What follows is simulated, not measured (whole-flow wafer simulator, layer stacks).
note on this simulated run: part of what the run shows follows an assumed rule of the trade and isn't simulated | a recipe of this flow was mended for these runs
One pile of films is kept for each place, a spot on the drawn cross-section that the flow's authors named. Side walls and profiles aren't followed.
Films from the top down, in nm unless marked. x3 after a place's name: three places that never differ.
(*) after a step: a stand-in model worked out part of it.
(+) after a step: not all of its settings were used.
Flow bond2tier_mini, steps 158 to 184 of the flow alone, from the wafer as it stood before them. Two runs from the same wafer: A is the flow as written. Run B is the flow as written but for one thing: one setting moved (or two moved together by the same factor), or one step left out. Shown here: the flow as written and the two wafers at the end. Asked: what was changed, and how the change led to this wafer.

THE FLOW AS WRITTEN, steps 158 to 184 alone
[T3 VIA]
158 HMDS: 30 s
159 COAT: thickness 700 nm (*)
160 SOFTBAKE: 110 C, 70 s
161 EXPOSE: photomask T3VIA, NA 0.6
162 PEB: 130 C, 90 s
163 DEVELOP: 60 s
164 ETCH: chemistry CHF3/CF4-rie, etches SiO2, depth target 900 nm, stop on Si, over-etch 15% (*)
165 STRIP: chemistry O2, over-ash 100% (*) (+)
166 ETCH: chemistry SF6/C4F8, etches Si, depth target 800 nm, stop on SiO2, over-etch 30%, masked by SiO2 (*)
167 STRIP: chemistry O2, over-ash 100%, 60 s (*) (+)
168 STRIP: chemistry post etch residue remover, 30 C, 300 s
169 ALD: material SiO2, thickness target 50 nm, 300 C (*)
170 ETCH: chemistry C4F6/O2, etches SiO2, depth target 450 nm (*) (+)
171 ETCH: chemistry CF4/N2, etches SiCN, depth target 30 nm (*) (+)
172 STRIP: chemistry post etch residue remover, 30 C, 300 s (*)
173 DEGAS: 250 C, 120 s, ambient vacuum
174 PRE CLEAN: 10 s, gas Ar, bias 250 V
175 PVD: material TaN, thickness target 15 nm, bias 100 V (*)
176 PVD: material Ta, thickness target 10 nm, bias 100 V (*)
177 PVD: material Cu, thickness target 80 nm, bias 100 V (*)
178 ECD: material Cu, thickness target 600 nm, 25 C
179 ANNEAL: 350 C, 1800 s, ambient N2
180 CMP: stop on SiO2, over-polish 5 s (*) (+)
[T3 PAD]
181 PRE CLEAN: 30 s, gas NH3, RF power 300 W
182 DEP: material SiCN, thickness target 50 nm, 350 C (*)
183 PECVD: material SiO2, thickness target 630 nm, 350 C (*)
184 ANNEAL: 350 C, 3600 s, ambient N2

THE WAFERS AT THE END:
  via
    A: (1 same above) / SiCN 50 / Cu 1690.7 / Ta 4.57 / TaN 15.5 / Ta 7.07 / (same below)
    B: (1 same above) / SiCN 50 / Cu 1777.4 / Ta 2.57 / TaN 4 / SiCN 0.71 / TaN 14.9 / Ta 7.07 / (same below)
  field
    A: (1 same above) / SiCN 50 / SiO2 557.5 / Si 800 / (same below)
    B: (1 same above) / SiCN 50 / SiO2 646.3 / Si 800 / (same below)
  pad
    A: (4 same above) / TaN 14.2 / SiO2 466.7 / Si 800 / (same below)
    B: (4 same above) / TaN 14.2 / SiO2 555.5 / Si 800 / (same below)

The cause: step 169, ALD: thickness target 138.8 nm was run, where the flow has thickness target 50 nm.

How the change led to this, step by step:
  169 ALD: material SiO2, thickness target 50 nm, 300 C (*)
      field, pad, via: A SiO2 +50 | B SiO2 +138.8
  170 ETCH: chemistry C4F6/O2, etches SiO2, depth target 450 nm (*) (+)
      via: A SiO2 -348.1 (all of it), SiCN -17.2 | B SiO2 -436.9 (all of it), SiCN -2.2
  171 ETCH: chemistry CF4/N2, etches SiCN, depth target 30 nm (*) (+)
      via: A SiCN -17.6 (all of it), TaN -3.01 | B SiCN -30
  174 PRE CLEAN: 10 s, gas Ar, bias 250 V
      via: A TaN -3.19 | B SiCN -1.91
  175 PVD: material TaN, thickness target 15 nm, bias 100 V (*)
      via: A TaN +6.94 | B TaN +4 (new film)
  176 PVD: material Ta, thickness target 10 nm, bias 100 V (*)
      via: A Ta +4.57 (new film) | B Ta +2.57 (new film)
  177 PVD: material Cu, thickness target 80 nm, bias 100 V (*)
      via: A Cu +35 (new film) | B Cu +16.8 (new film)
  178 ECD: material Cu, thickness target 600 nm, 25 C
      via: A Cu +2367 | B Cu +2471.9
Counting metal films that touch as one body, via has 2 bodies (between them, from the top down: SiCN 0.71); the flow as written gives 1 body.
